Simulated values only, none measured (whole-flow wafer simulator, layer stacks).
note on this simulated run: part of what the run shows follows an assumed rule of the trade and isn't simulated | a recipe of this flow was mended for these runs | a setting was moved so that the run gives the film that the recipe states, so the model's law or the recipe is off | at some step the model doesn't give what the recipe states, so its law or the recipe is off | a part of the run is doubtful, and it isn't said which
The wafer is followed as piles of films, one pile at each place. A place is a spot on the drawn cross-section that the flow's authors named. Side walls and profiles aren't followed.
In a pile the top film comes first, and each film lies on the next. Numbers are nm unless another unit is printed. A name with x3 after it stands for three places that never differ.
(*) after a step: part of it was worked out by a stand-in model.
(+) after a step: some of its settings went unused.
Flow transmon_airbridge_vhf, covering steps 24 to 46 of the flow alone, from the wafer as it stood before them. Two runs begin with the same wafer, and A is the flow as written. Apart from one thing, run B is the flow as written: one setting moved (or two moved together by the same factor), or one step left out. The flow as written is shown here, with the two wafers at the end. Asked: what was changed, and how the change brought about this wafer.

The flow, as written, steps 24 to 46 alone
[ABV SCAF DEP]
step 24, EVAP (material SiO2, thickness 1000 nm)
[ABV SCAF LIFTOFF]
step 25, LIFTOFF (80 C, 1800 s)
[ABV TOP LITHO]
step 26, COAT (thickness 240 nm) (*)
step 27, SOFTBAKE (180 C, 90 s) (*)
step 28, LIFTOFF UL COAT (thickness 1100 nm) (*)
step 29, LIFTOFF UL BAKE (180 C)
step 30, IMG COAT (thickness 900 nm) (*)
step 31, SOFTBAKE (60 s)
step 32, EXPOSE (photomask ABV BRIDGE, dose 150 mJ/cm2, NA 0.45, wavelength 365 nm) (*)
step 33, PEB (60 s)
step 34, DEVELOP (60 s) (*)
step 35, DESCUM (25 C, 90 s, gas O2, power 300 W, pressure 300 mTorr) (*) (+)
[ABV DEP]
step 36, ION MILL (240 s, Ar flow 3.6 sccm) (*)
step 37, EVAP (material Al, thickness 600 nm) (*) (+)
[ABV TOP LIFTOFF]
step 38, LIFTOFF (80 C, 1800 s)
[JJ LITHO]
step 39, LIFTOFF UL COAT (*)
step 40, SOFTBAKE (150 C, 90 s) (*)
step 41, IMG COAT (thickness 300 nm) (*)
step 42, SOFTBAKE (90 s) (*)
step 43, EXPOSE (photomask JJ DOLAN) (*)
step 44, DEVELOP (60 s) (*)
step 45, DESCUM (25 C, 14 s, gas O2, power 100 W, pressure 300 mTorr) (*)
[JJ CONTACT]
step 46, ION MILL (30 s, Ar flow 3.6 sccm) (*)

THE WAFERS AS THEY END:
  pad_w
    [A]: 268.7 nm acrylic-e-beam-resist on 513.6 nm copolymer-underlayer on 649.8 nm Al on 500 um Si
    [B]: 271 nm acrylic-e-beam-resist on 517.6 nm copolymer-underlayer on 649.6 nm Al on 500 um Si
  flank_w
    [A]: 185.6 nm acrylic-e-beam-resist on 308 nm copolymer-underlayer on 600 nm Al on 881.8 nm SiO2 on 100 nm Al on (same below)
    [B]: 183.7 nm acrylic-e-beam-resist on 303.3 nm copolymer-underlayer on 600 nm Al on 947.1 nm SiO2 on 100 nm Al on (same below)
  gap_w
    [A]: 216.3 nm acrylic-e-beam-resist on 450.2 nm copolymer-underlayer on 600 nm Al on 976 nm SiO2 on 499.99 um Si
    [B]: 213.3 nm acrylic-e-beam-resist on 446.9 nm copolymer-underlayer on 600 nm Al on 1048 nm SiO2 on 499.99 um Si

What caused this: step 24, EVAP: thickness 1072 nm was run, while the flow as written has thickness 1000 nm.

Step by step, how the change led to this:
  step 24, EVAP (material SiO2, thickness 1000 nm)
      field x3, jj_line, ground_far and 10 more: A +1000 SiO2 (new film) | B +1072 SiO2 (new film)
      flank_w, flank_e: A +905.8 SiO2 (new film) | B +971 SiO2 (new film)
  step 25, LIFTOFF (80 C, 1800 s)
      field x3, jj_line, trace_open_s x2: A -1000 SiO2 (all of it), -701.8 i-line-resist (all of it), -1100 lift-off-underlayer (all of it), -240 acrylic-e-beam-resist (all of it) | B -1072 SiO2 (all of it), -701.8 i-line-resist (all of it), -1100 lift-off-underlayer (all of it), -240 acrylic-e-beam-resist (all of it)
      pad_w, pad_e: A -1000 SiO2 (all of it), -696.3 i-line-resist (all of it), -1089.9 lift-off-underlayer (all of it), -239.3 acrylic-e-beam-resist (all of it) | B -1072 SiO2 (all of it), -696.3 i-line-resist (all of it), -1089.9 lift-off-underlayer (all of it), -239.3 acrylic-e-beam-resist (all of it)
      (and at 1 other place as well)
  step 26, COAT (thickness 240 nm) (*)
      margin_s, margin_n: A +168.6 acrylic-e-beam-resist (new film) | B +164.5 acrylic-e-beam-resist (new film)
  step 28, LIFTOFF UL COAT (thickness 1100 nm) (*)
      margin_s, margin_n: A +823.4 lift-off-underlayer (new film) | B +806.9 lift-off-underlayer (new film)
  step 30, IMG COAT (thickness 900 nm) (*)
      gap_w, gap_e: A +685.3 i-line-resist (new film) | B +668 i-line-resist (new film)
      margin_s, margin_n: A +603.2 i-line-resist (new film) | B +580.3 i-line-resist (new film)
      (and at 2 other places as well)
  step 33, PEB (60 s)
      flank_w, flank_e: A -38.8 i-line-resist | B -38 i-line-resist
      gap_w, gap_e: A -35 i-line-resist | B -34.1 i-line-resist
      (and at 4 other places as well)
  step 34, DEVELOP (60 s) (*)
      gap_w, gap_e: A -650.2 i-line-resist (all of it), -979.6 lift-off-underlayer (all of it) | B -633.8 i-line-resist (all of it), -969.7 lift-off-underlayer (all of it)
      cpw_trace: A -627 i-line-resist (all of it), -970.5 lift-off-underlayer (all of it) | B -611.6 i-line-resist (all of it), -962.1 lift-off-underlayer (all of it)
      (and at 1 other place as well)
  step 38, LIFTOFF (80 C, 1800 s)
      margin_s, margin_n: A -600 Al (all of it), -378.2 i-line-resist (all of it), -823.4 lift-off-underlayer (all of it), -168.6 acrylic-e-beam-resist (all of it) | B -600 Al (all of it), -355 i-line-resist (all of it), -806.9 lift-off-underlayer (all of it), -164.5 acrylic-e-beam-resist (all of it)
